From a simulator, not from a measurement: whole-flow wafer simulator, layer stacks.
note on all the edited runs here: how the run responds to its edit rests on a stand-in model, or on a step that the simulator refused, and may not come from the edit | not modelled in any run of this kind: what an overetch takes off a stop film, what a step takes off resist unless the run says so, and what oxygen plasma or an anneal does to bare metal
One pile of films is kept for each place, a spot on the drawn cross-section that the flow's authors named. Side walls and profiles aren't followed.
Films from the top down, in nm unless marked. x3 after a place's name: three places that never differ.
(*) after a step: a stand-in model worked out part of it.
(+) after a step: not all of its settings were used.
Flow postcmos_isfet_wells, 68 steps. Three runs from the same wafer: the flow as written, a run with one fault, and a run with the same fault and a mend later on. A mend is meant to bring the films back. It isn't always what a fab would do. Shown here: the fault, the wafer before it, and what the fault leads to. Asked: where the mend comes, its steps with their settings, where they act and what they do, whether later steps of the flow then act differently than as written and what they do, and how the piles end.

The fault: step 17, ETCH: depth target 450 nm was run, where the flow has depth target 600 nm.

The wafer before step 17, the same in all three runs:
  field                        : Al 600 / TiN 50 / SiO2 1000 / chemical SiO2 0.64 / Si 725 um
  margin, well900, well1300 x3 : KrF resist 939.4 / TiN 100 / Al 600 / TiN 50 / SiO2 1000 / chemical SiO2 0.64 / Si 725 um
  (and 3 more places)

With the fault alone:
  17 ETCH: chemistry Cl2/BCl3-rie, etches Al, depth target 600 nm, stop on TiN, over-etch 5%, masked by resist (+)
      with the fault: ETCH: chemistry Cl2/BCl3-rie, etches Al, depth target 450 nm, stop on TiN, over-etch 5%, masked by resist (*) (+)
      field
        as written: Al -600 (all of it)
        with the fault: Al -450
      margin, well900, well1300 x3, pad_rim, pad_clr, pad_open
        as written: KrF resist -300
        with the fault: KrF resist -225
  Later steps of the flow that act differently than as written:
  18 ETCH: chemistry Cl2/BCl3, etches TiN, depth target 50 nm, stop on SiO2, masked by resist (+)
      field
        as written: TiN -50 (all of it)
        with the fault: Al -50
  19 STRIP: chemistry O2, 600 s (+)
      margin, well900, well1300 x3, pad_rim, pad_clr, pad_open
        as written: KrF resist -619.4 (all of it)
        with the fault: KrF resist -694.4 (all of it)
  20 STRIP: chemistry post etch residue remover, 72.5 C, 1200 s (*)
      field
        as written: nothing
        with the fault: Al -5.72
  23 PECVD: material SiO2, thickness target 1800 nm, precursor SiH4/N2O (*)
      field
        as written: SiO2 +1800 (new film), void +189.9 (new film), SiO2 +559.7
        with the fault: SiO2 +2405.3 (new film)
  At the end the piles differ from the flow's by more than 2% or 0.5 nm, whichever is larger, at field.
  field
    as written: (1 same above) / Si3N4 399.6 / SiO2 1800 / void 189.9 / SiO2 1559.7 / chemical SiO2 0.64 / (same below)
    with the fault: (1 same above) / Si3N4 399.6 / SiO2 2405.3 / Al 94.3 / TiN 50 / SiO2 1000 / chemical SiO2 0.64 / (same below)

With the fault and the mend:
  The mend comes after step 17.
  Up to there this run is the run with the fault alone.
  17a ETCH: chemistry Cl2/BCl3-rie, etches Al, depth target 150 nm, stop on TiN, over-etch 5%, masked by resist (the flow's step 17 once more, with other settings)
      margin, well900, well1300 x3, pad_rim, pad_clr, pad_open
        KrF resist -75
      field
        Al -150 (all of it)
  No later step of the flow acts differently than as written at any place that is followed.
  At the end the piles are the same as the flow's at every place that both follow.
